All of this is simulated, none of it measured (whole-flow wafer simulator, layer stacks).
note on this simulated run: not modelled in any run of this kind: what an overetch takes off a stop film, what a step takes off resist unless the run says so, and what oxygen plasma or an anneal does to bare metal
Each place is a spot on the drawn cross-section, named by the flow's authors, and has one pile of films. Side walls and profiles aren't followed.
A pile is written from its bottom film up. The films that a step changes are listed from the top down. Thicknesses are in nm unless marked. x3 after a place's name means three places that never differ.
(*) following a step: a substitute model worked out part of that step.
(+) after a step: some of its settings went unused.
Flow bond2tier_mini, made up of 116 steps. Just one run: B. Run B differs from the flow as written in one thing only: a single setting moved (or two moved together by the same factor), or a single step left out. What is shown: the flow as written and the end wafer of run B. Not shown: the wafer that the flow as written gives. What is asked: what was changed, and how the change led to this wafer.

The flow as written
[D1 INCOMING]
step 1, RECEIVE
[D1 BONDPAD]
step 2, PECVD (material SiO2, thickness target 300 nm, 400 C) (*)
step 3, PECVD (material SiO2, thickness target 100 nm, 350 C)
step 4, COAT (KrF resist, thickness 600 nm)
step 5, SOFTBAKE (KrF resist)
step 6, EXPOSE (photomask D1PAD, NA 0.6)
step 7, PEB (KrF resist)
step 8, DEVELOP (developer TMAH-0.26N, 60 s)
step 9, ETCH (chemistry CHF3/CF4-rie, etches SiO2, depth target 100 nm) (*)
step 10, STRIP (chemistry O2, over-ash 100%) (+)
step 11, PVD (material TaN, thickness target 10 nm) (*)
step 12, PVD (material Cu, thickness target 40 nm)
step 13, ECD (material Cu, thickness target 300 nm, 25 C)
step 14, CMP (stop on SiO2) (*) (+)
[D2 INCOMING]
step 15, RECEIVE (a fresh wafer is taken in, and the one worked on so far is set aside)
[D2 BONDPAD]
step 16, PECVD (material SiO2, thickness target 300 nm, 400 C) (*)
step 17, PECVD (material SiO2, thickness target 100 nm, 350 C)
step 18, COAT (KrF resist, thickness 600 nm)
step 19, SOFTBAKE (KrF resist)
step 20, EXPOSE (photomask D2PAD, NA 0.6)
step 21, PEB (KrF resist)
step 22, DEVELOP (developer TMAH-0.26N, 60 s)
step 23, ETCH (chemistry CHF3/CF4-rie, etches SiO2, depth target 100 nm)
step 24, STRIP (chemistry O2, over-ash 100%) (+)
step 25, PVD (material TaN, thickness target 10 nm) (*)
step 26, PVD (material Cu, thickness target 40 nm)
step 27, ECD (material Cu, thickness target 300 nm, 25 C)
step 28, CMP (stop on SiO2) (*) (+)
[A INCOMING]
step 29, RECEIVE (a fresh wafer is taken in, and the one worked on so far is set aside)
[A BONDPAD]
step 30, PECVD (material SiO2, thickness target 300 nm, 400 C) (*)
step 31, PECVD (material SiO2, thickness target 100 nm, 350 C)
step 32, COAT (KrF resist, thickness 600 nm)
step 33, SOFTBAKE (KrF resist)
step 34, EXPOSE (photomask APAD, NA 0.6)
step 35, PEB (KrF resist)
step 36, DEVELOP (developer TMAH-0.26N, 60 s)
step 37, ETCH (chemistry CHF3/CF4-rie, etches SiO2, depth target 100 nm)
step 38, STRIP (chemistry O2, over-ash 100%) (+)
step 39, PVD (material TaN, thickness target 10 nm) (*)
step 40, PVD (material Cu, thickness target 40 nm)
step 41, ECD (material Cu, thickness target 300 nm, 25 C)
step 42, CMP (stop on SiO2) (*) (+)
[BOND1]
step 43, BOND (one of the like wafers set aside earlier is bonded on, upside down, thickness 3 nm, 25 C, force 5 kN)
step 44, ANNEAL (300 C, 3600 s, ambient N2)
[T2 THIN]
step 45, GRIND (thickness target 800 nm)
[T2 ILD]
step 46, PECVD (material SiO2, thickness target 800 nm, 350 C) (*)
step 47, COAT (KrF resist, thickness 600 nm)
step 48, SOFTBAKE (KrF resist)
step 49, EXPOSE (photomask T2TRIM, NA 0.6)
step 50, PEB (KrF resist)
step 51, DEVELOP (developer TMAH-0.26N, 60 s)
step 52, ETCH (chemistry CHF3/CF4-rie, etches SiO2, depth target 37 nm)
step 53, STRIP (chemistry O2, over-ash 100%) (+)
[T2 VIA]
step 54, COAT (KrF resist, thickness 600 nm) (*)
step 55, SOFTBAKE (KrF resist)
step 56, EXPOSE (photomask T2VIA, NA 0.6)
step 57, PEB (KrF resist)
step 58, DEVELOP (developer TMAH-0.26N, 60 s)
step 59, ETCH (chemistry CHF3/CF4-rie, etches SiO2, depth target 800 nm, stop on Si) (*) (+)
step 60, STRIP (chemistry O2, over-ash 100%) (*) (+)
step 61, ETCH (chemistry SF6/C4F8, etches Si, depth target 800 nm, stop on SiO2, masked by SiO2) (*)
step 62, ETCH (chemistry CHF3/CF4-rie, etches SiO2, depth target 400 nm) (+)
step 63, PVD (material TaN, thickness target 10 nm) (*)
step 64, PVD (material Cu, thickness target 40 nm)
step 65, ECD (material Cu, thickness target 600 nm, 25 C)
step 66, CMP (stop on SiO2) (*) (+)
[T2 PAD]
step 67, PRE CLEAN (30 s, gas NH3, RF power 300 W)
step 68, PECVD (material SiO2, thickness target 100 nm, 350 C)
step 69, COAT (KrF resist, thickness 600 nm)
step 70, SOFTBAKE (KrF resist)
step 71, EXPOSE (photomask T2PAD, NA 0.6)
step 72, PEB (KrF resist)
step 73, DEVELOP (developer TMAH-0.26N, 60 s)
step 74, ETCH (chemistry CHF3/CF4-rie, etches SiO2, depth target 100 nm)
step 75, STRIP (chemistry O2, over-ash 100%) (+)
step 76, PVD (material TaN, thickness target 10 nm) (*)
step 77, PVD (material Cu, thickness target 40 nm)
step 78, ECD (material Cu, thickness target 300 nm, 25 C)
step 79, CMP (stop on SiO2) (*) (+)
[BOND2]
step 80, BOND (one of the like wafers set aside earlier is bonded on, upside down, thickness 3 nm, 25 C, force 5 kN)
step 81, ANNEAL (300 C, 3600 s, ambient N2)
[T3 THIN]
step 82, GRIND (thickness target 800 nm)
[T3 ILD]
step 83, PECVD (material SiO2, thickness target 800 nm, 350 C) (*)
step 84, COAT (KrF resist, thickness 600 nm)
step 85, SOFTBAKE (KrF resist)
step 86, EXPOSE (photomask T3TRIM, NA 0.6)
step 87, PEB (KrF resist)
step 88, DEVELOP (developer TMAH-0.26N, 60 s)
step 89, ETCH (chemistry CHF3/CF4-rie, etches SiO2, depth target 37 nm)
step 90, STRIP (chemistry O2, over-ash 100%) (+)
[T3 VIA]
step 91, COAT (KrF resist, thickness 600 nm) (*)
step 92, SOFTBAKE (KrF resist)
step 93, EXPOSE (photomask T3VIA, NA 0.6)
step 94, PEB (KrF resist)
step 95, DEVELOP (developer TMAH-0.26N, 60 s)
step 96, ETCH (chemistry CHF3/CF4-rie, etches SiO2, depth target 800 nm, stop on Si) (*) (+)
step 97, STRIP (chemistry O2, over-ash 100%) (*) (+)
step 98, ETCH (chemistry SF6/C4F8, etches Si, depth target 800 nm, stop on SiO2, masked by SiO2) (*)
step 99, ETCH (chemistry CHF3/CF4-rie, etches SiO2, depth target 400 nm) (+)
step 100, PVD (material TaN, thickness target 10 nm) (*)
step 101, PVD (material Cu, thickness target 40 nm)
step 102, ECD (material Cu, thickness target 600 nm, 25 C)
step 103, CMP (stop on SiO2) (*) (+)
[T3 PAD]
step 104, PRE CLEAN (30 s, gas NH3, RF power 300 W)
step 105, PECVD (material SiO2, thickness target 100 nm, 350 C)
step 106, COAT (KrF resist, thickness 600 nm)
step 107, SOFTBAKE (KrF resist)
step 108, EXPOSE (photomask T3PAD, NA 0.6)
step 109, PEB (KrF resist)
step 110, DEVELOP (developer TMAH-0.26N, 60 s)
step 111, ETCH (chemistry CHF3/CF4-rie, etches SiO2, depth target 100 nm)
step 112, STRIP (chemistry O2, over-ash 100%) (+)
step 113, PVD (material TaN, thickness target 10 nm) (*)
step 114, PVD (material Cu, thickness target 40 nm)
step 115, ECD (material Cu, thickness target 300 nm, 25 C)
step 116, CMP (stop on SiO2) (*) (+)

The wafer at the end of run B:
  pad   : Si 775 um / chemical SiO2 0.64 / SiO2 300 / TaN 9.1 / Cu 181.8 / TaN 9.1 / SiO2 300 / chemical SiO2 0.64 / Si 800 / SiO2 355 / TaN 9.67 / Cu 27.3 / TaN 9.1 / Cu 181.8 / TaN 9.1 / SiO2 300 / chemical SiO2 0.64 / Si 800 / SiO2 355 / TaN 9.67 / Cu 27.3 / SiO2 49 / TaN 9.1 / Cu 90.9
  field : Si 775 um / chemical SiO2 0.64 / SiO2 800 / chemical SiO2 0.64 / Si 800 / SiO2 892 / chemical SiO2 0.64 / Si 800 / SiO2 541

What caused this: step 105, PECVD: thickness target 149 nm was run, though the flow has thickness target 100 nm.

How this came from the change, step by step:
  step 105, PECVD (material SiO2, thickness target 100 nm, 350 C)
      field: +149 SiO2 (as written it would have been: +100 SiO2)
      pad: +149 SiO2 (new film) (as written it would have been: +100 SiO2 (new film))
  step 111, ETCH (chemistry CHF3/CF4-rie, etches SiO2, depth target 100 nm)
      pad: -100 SiO2 (as written it would have been: -100 SiO2 (all of it))
With metal films that touch counted as one body, pad has 4 bodies (between them, from the top down: SiO2 49; SiO2 355 / Si 800 / chemical SiO2 0.64 / SiO2 300; SiO2 355 / Si 800 / chemical SiO2 0.64 / SiO2 300); the flow as written gives 3 bodies (between them, from the top down: SiO2 355 / Si 800 / chemical SiO2 0.64 / SiO2 300; SiO2 355 / Si 800 / chemical SiO2 0.64 / SiO2 300).
